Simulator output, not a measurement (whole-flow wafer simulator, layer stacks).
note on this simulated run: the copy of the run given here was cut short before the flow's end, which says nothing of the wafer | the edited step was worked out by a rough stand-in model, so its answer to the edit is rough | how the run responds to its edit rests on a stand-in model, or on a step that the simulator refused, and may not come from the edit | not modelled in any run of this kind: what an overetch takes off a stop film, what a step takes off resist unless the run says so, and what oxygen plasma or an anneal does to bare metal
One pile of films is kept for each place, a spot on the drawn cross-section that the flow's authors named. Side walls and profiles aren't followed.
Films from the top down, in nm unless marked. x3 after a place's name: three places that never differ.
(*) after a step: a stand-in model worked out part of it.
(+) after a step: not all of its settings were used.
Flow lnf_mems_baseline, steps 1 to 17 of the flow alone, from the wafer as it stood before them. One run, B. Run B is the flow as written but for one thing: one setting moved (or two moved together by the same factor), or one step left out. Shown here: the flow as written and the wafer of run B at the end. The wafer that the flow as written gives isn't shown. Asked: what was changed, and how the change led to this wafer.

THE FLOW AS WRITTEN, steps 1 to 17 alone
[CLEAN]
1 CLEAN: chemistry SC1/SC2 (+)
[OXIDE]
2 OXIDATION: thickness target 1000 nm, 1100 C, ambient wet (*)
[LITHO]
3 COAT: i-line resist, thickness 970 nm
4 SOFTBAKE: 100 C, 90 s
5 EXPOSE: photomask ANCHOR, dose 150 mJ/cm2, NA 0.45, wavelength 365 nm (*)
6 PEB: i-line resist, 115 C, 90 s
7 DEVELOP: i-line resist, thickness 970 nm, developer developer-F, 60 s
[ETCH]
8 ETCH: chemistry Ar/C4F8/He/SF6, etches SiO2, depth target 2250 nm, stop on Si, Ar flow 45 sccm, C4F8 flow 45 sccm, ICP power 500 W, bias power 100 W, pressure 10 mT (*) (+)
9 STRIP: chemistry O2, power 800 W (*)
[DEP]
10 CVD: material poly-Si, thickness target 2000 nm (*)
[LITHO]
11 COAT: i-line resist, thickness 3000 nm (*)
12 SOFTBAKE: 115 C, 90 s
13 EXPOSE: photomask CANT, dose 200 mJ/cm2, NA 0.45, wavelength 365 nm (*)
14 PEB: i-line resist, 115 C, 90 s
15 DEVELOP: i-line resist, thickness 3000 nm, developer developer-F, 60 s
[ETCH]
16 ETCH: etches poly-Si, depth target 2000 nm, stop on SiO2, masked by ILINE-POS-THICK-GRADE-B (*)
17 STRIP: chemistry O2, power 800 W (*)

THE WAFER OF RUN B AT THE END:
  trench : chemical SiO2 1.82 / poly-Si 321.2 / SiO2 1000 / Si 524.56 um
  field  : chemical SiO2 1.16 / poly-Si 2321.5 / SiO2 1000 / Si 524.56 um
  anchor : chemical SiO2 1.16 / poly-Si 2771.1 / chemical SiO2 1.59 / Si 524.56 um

The cause: step 10, CVD: thickness target 2322 nm was run, where the flow has thickness target 2000 nm.

How the change led to this, step by step:
  10 CVD: material poly-Si, thickness target 2000 nm (*)
      field, beam, trench, char_slit: poly-Si +2322 (new film) (as written it would be: poly-Si +2000 (new film))
      anchor: poly-Si +2771.6 (new film) (as written it would be: poly-Si +2322 (new film))
  11 COAT: i-line resist, thickness 3000 nm (*)
      anchor: i-line resist +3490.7 (new film) (as written it would be: i-line resist +3611.6 (new film))
  12 SOFTBAKE: 115 C, 90 s
      field: i-line resist -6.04 (as written it would be: i-line resist -6.66)
      anchor: i-line resist +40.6 (as written it would be: i-line resist +45.4)
      (and at 2 more places)
  14 PEB: i-line resist, 115 C, 90 s
      anchor: i-line resist -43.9 (as written it would be: i-line resist -46.1)
  16 ETCH: etches poly-Si, depth target 2000 nm, stop on SiO2, masked by ILINE-POS-THICK-GRADE-B (*)
      trench, char_slit: poly-Si -2000 (as written it would be: poly-Si -2000 (all of it))
  17 STRIP: chemistry O2, power 800 W (*)
      trench, char_slit: chemical SiO2 +1.82 (new film), poly-Si -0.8 (as written it would be: nothing)
      anchor: chemical SiO2 +1.16 (new film), i-line resist -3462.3 (all of it), poly-Si -0.51 (as written it would be: chemical SiO2 +1.17 (new film), i-line resist -3585.8 (all of it), poly-Si -0.52)
